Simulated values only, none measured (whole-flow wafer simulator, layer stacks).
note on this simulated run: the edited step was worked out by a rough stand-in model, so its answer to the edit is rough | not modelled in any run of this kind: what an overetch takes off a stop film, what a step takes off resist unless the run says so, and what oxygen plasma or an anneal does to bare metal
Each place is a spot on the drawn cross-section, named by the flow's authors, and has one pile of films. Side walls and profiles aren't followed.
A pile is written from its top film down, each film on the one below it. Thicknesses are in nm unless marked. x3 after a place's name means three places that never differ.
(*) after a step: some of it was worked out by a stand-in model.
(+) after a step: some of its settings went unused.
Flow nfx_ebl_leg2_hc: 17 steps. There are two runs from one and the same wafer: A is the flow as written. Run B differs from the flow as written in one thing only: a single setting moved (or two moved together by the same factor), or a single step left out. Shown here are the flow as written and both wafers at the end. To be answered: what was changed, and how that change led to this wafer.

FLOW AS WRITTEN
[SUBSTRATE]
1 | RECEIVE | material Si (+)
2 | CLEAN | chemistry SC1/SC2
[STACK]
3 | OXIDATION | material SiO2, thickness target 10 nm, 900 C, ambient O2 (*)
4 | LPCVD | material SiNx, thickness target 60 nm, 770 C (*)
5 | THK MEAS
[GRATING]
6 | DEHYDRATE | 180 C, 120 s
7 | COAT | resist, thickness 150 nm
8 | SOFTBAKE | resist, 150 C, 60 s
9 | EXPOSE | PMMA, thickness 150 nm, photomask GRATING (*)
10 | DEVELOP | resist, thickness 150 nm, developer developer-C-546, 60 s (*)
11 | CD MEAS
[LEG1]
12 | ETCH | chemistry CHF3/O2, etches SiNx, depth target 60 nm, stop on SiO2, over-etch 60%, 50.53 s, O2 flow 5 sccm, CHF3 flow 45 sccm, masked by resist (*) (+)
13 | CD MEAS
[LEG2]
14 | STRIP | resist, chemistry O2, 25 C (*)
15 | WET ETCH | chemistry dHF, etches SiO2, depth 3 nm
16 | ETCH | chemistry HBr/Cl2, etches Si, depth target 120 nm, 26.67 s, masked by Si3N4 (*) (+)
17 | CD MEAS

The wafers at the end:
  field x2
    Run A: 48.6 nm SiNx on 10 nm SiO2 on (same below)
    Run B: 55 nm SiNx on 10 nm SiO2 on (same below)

The reason: step 4, LPCVD: thickness target 66.4 nm was run, though the flow has thickness target 60 nm.

How this came from the change, step by step:
  4 | LPCVD | material SiNx, thickness target 60 nm, 770 C (*)
      field x2, pad x2: A SiNx gains 60 (new film) | B SiNx gains 66.4 (new film)
  12 | ETCH | chemistry CHF3/O2, etches SiNx, depth target 60 nm, stop on SiO2, over-etch 60%, 50.53 s, O2 flow 5 sccm, CHF3 flow 45 sccm, masked by resist (*) (+)
      pad x2: A SiNx loses 60 (all of it), SiO2 loses 10 (all of it) | B SiNx loses 66.4 (all of it), SiO2 loses 10 (all of it)
